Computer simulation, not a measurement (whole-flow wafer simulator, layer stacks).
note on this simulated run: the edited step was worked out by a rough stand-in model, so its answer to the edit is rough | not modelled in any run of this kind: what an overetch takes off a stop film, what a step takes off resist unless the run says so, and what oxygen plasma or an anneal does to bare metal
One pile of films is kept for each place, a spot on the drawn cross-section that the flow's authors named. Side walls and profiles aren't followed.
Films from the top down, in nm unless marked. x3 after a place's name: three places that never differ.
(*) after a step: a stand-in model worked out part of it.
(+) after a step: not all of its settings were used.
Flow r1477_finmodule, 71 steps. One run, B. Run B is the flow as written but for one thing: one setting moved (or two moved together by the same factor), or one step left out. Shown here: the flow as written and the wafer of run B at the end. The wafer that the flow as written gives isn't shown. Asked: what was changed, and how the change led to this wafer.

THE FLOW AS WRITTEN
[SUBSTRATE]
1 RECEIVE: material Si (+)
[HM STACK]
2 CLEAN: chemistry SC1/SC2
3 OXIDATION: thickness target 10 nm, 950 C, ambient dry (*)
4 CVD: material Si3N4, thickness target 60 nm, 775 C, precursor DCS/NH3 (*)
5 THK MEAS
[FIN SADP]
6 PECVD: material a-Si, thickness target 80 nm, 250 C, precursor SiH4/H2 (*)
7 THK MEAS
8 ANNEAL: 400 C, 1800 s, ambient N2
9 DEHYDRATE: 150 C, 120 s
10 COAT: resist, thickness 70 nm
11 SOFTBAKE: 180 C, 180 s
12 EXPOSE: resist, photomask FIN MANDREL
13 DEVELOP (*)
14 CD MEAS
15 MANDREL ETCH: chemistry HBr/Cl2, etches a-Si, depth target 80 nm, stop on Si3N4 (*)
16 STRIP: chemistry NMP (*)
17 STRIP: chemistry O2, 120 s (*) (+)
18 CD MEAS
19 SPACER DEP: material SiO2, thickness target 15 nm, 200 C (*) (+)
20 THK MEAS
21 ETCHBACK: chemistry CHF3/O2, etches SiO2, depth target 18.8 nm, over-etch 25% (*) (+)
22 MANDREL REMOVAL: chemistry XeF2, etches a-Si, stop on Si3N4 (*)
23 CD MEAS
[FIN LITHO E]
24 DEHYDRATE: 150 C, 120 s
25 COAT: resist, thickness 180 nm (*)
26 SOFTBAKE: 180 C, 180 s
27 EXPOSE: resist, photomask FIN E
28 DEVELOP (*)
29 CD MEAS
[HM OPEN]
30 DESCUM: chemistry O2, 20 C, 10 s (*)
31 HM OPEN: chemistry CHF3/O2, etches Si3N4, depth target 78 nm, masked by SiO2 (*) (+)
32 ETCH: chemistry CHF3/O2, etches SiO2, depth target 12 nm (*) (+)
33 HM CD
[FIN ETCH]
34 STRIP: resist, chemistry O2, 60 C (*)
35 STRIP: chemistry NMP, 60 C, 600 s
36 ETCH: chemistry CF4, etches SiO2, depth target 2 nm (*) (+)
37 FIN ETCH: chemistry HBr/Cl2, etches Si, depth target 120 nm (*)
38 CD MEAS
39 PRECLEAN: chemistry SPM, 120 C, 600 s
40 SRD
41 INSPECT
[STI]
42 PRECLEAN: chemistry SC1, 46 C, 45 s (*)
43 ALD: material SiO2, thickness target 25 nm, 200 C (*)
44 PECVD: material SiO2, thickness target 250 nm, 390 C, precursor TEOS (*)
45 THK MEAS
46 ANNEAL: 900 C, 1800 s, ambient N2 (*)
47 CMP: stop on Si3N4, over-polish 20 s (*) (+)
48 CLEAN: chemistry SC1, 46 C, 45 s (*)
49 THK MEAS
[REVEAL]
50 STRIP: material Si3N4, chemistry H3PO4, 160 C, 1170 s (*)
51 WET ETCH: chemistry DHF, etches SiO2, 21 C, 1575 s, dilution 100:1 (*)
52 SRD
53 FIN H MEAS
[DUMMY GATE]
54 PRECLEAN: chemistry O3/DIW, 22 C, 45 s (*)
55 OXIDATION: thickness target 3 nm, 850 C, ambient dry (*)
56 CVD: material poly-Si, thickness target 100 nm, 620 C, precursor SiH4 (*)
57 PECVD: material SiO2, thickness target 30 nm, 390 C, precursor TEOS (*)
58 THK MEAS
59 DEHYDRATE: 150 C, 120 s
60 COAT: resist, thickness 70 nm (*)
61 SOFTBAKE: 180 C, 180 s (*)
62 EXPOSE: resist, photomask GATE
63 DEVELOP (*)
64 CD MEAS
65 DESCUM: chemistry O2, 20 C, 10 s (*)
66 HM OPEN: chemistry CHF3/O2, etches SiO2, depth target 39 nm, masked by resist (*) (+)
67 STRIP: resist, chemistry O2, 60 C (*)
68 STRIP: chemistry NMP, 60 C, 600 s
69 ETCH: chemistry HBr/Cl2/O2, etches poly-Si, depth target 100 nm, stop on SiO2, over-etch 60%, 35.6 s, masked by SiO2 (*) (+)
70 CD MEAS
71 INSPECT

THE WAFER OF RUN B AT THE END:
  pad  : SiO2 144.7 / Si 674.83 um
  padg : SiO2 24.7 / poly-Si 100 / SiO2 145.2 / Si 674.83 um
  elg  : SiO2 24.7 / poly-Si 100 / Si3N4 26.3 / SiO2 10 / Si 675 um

The cause: step 37, FIN ETCH: depth target 162 nm was run, where the flow has depth target 120 nm.

How the change led to this, step by step:
  37 FIN ETCH: chemistry HBr/Cl2, etches Si, depth target 120 nm (*)
      pad, padg, esg and 19 more: Si -162 (as written it would be: Si -120)
      elg, e40lg, e100lg, e200lg, elo, e40lo, e100lo, e200lo: Si3N4 -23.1 (as written it would be: Si3N4 -17.1)
      (and at 6 more places)
  43 ALD: material SiO2, thickness target 25 nm, 200 C (*)
      s40cg, s45cg, s50cg, s40co, s45co, s50co: SiO2 +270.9 (new film) (as written it would be: SiO2 +232.1 (new film))
      esg: SiO2 +230.3 (new film) (as written it would be: SiO2 +194.3 (new film))
  47 CMP: stop on Si3N4, over-polish 20 s (*) (+)
      pad, padg, e40sg and 11 more: SiO2 -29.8 (as written it would be: SiO2 -71.8)
      elg, esg, e40lg and 6 more: SiO2 -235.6 (as written it would be: SiO2 -241.6)
      (and at 1 more place)
  51 WET ETCH: chemistry DHF, etches SiO2, 21 C, 1575 s, dilution 100:1 (*)
      elg, e40lg, e100lg, e200lg, elo, e40lo, e100lo, e200lo: SiO2 -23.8 (all of it), Si3N4 -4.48 (as written it would be: SiO2 -17.8 (all of it), Si3N4 -4.97)
  56 CVD: material poly-Si, thickness target 100 nm, 620 C, precursor SiH4 (*)
      esg: poly-Si +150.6 (new film) (as written it would be: poly-Si +156 (new film))
  60 COAT: resist, thickness 70 nm (*)
      e40sg, eso, e40so: resist +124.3 (new film) (as written it would be: resist +129.5 (new film))
      e100sg, e100so: resist +124.2 (new film) (as written it would be: resist +129.4 (new film))
      (and at 2 more places)
  63 DEVELOP (*)
      eso, e40so: resist -124.3 (all of it) (as written it would be: resist -129.5 (all of it))
      e100so: resist -124.2 (all of it) (as written it would be: resist -129.4 (all of it))
      (and at 1 more place)
  67 STRIP: resist, chemistry O2, 60 C (*)
      e40sg: resist -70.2 (all of it) (as written it would be: resist -75.4 (all of it))
      e100sg: resist -70.1 (all of it) (as written it would be: resist -75.3 (all of it))
      (and at 1 more place)
